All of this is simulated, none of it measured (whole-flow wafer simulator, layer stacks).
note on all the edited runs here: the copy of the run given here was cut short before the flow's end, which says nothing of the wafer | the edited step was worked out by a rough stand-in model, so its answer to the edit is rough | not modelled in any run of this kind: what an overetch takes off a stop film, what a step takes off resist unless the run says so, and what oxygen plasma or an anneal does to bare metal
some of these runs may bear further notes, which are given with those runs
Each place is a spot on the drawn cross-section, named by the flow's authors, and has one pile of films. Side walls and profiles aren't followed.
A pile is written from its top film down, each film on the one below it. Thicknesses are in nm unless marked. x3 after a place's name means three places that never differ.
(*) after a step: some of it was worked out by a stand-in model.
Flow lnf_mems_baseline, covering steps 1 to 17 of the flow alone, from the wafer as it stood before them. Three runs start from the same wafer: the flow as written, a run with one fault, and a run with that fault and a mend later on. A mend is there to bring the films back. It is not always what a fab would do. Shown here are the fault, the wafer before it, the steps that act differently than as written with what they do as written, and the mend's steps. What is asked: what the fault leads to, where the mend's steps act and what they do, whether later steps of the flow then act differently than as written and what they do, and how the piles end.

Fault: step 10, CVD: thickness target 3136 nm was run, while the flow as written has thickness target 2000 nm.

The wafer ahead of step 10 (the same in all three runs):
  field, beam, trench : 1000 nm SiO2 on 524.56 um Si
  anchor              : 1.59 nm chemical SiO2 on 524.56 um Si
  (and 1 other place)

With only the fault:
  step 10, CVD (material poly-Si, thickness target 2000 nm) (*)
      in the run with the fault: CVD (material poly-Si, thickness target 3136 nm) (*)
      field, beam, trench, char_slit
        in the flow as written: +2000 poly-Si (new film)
        in the run with the fault: +3136 poly-Si (new film)
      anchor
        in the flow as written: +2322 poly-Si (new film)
        in the run with the fault: +3753.1 poly-Si (new film)
  Steps later in the flow that act otherwise than as written (1 more step, not shown, differs only slightly: by at most 2% or 0.5 nm, whichever is larger):
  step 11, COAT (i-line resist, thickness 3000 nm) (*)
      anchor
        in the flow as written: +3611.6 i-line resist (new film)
        in the run with the fault: +3334.2 i-line resist (new film)
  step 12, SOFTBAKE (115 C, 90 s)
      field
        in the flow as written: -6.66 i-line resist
        in the run with the fault: -4.98 i-line resist
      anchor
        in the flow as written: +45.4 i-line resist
        in the run with the fault: +32.9 i-line resist
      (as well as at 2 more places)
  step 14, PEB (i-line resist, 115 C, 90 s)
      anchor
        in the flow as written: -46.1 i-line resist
        in the run with the fault: -41 i-line resist
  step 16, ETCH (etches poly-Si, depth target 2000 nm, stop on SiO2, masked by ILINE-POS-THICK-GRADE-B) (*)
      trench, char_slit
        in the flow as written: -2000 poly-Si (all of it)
        in the run with the fault: -2000 poly-Si
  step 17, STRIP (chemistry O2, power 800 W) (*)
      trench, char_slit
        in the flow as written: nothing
        in the run with the fault: +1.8 chemical SiO2 (new film), -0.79 poly-Si
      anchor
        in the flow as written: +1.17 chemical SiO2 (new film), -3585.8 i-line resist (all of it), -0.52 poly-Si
        in the run with the fault: +1.15 chemical SiO2 (new film), -3301 i-line resist (all of it), -0.51 poly-Si
  By the end, the piles at field, anchor, beam, trench, char_slit depart from the flow's by more than 2% or 0.5 nm, whichever is larger.
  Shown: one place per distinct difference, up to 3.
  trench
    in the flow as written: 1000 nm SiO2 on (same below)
    in the run with the fault: 1.8 nm chemical SiO2 on 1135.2 nm poly-Si on 1000 nm SiO2 on (same below)
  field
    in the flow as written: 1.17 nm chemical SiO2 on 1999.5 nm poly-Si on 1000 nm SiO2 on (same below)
    in the run with the fault: 1.15 nm chemical SiO2 on 3135.5 nm poly-Si on 1000 nm SiO2 on (same below)
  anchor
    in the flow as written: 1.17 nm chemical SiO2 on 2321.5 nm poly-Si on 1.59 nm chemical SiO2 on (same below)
    in the run with the fault: 1.15 nm chemical SiO2 on 3752.6 nm poly-Si on 1.59 nm chemical SiO2 on (same below)

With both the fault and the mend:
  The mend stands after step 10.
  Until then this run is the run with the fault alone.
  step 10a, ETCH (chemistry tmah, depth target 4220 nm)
      field, beam, trench, char_slit
        -3136 poly-Si (all of it)
      anchor
        -3753.1 poly-Si (all of it)
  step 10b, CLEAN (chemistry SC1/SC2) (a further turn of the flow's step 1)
      alters no film at any place that is followed
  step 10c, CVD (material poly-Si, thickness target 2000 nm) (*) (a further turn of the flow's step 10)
      field, beam, trench, char_slit
        +2000 poly-Si (new film)
      anchor
        +2322 poly-Si (new film)
  Later steps of the flow that are run all act as written at every place that is followed.
  At every place that both follow, the piles at the end match the flow's.
